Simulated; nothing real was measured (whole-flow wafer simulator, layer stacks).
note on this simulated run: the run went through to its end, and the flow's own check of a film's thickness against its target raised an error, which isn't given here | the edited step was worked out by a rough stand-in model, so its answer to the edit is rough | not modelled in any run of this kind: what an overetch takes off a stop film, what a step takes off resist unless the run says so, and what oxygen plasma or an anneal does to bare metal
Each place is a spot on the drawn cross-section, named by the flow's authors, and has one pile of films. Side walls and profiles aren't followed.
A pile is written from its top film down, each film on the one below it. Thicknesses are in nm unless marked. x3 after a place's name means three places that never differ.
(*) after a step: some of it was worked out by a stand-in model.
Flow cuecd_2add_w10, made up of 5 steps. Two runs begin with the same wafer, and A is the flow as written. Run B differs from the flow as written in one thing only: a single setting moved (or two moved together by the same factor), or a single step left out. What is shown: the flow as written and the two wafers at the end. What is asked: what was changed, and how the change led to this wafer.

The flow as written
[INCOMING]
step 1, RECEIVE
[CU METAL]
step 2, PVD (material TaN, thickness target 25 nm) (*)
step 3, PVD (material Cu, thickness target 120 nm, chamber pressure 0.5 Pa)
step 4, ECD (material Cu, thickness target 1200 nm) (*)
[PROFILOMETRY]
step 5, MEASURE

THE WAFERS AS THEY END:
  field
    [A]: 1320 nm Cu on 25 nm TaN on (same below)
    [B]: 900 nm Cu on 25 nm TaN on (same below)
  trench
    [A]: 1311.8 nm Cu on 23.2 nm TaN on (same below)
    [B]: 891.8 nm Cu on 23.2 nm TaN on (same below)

The reason: step 4, ECD: thickness target 780 nm was run, while the flow as written has thickness target 1200 nm.

How this came from the change, step by step:
  step 4, ECD (material Cu, thickness target 1200 nm) (*)
      field, trench: A Cu gains 1200 | B Cu gains 780
